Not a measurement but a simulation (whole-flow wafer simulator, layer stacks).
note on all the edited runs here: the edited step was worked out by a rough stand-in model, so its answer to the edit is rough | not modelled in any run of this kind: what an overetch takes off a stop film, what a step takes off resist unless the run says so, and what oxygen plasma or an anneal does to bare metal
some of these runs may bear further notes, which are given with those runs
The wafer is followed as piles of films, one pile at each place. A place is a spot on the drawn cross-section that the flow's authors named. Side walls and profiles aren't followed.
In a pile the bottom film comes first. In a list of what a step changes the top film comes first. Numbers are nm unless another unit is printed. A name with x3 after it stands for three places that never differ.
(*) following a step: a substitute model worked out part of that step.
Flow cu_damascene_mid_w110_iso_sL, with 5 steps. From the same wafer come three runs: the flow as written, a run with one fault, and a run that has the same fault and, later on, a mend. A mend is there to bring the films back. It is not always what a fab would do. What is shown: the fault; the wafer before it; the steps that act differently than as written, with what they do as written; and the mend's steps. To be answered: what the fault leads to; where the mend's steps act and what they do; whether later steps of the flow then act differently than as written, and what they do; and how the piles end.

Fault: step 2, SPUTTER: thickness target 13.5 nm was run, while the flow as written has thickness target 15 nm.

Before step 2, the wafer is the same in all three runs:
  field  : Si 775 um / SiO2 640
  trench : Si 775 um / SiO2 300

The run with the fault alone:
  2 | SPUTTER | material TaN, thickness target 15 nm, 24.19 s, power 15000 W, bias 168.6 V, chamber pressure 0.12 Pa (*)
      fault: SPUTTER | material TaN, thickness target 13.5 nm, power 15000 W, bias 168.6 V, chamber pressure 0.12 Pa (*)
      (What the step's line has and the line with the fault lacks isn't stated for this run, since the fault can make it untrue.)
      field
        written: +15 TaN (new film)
        fault: +13.5 TaN (new film)
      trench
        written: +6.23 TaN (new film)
        fault: +5.61 TaN (new film)
  None of the later steps of the flow differs from how it acts as written, at any place that is followed, by more than 2% or 0.5 nm, whichever is larger.
  By the end, the piles at field, trench depart from the flow's by more than 2% or 0.5 nm, whichever is larger.
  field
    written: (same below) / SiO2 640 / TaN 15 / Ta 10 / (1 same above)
    fault: (same below) / SiO2 640 / TaN 13.5 / Ta 10 / (1 same above)
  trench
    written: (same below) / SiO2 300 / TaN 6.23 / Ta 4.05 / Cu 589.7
    fault: (same below) / SiO2 300 / TaN 5.61 / Ta 4.06 / Cu 588.8

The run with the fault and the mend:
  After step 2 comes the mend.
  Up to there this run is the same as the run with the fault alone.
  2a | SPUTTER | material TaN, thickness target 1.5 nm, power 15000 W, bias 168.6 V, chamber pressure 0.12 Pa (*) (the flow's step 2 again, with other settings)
      field
        +1.5 TaN
      trench
        +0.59 TaN
  None of the later steps of the flow acts differently than as written at any place that is followed.
  When the end is reached, the piles differ only a little from the flow's at the places that both follow, at most by 2% or 0.5 nm, whichever is larger.
